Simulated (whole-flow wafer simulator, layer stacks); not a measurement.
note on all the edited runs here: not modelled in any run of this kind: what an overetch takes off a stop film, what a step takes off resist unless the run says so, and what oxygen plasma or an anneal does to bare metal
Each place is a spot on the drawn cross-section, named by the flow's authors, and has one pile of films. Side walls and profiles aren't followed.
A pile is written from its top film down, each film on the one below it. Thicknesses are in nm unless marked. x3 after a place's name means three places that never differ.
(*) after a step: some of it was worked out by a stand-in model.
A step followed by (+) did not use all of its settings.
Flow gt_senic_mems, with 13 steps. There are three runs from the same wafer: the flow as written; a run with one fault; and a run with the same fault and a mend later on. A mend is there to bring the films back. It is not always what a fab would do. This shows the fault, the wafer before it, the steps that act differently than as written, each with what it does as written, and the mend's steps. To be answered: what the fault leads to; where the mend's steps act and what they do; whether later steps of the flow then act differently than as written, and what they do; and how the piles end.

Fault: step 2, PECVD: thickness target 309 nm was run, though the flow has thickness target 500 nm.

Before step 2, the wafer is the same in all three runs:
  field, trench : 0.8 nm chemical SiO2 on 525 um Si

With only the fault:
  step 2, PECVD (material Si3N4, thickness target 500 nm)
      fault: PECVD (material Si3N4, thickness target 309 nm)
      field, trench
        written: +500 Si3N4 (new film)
        fault: +309 Si3N4 (new film)
  Steps further on in the flow that do not act as written (2 more steps, not shown, differ only slightly: by at most 2% or 0.5 nm, whichever is larger):
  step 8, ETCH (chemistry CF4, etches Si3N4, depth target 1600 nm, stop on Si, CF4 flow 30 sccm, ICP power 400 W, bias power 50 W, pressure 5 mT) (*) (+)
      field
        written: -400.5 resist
        fault: -273.2 resist
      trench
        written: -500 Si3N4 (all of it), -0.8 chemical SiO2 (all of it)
        fault: -309 Si3N4 (all of it), -0.8 chemical SiO2 (all of it)
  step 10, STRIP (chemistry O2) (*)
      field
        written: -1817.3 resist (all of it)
        fault: -1944.6 resist (all of it)
  At field, the piles at the end differ from the flow's by more than 2% or 0.5 nm, whichever is larger.
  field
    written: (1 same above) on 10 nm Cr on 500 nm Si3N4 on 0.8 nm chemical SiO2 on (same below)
    fault: (1 same above) on 10 nm Cr on 309 nm Si3N4 on 0.8 nm chemical SiO2 on (same below)

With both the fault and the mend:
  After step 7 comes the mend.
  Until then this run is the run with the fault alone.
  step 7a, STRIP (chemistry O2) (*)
      field
        -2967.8 resist (all of it)
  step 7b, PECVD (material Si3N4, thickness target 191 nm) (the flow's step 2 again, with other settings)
      field, trench
        +191 Si3N4
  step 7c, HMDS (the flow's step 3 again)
      does not change any film at any place that is followed
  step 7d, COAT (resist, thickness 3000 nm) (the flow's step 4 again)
      field, trench
        +3000 resist (new film)
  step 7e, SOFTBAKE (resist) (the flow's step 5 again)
      does not change any film at any place that is followed
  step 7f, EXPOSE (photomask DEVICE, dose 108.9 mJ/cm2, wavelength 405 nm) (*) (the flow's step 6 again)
      does not change any film at any place that is followed
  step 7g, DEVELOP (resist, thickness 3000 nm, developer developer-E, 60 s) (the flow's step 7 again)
      field
        -32.2 resist
      trench
        -3000 resist (all of it)
  Every later step of the flow that is run acts as written at every place that is followed.
  The piles end the same as the flow's at every place that both follow.
